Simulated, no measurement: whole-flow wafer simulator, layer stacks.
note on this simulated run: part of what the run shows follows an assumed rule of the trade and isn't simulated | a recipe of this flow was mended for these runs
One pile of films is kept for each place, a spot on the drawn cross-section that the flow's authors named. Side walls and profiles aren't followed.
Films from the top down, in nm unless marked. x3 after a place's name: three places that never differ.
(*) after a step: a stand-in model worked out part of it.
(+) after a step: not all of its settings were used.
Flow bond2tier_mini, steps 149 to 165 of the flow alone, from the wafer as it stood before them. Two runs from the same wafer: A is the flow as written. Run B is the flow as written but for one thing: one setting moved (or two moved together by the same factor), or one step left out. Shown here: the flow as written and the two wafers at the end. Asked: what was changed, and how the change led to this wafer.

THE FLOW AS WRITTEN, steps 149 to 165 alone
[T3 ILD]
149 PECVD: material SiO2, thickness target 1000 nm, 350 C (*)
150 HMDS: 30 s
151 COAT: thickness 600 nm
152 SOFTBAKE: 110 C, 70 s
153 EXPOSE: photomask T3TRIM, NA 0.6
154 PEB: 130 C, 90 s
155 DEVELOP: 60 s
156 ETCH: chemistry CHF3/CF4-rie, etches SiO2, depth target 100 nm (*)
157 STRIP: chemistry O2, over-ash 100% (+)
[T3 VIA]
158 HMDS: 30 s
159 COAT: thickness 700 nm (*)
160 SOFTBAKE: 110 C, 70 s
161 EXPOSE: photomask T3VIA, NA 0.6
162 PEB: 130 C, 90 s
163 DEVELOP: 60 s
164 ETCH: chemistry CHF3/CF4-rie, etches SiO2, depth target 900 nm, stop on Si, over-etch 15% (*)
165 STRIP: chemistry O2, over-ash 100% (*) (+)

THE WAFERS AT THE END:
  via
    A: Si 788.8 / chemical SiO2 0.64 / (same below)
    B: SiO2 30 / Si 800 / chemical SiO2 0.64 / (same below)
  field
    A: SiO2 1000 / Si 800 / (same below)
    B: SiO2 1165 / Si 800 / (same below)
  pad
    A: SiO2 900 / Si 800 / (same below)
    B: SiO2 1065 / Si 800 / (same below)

The cause: step 149, PECVD: thickness target 1165 nm was run, where the flow has thickness target 1000 nm.
It can be read off the wafer: field has SiO2 1165, and step 149 as written asks for 1000 nm.

How the change led to this, step by step:
  149 PECVD: material SiO2, thickness target 1000 nm, 350 C (*)
      field, pad, via: A SiO2 +1000 (new film) | B SiO2 +1165 (new film)
  164 ETCH: chemistry CHF3/CF4-rie, etches SiO2, depth target 900 nm, stop on Si, over-etch 15% (*)
      via: A SiO2 -900 (all of it), Si -11.2 | B SiO2 -1035
